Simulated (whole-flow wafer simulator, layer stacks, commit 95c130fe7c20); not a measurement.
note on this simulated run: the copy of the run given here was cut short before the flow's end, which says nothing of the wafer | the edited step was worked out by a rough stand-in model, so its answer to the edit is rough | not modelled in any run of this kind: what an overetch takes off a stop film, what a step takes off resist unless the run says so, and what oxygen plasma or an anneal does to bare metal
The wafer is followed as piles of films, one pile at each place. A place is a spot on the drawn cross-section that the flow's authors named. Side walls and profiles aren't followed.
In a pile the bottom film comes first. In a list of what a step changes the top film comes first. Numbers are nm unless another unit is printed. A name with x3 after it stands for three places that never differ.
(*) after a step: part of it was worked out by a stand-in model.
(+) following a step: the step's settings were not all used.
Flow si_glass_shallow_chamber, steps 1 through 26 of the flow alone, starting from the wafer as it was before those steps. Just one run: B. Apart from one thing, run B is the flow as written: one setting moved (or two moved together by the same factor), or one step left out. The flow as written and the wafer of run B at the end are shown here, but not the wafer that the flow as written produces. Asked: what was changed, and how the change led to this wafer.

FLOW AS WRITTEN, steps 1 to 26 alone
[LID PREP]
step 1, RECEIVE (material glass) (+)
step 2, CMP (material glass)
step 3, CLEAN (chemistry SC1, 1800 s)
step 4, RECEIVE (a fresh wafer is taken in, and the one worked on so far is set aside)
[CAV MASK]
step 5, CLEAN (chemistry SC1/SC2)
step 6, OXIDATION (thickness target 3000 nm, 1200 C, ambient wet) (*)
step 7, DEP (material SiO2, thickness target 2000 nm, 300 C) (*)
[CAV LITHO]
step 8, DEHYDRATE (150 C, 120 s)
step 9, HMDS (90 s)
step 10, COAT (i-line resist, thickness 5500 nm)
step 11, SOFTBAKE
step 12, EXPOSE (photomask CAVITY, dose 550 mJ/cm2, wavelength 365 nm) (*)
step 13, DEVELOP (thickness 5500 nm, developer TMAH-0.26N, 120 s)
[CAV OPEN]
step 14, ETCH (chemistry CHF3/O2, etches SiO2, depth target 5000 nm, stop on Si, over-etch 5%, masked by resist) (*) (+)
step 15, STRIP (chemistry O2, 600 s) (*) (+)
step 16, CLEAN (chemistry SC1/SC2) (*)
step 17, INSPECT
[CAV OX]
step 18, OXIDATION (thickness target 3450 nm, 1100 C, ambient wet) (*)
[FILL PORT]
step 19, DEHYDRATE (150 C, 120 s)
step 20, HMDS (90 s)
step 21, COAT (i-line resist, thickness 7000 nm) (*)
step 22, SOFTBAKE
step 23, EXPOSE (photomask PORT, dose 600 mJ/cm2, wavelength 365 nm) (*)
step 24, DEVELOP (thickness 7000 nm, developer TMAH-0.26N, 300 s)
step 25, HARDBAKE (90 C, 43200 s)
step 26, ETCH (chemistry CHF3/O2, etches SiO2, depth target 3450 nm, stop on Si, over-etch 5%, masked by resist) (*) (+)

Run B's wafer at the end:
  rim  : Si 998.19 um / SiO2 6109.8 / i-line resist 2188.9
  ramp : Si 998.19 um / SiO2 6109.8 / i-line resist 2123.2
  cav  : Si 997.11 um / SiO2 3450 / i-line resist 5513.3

The reason: step 21, COAT: thickness 7728 nm was run, though the flow has thickness 7000 nm.

How this came from the change, step by step:
  step 21, COAT (i-line resist, thickness 7000 nm) (*)
      rim: i-line resist gains 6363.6 (new film) (in the flow as written it would be: i-line resist gains 5660.1 (new film))
      ramp: i-line resist gains 5785.1 (new film) (in the flow as written it would be: i-line resist gains 5087.8 (new film))
      (also at 4 further places)
  step 22, SOFTBAKE
      rim: i-line resist loses 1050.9 (in the flow as written it would be: i-line resist loses 849)
      ramp: i-line resist loses 540.7 (in the flow as written it would be: i-line resist loses 434.5)
      (also at 4 further places)
  step 24, DEVELOP (thickness 7000 nm, developer TMAH-0.26N, 300 s)
      port: i-line resist loses 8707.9 (all of it) (in the flow as written it would be: i-line resist loses 7752.6 (all of it))
  step 25, HARDBAKE (90 C, 43200 s)
      rim: i-line resist loses 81 (in the flow as written it would be: i-line resist loses 62.5)
      ramp: i-line resist loses 78.3 (in the flow as written it would be: i-line resist loses 57.1)
      (also at 3 further places)
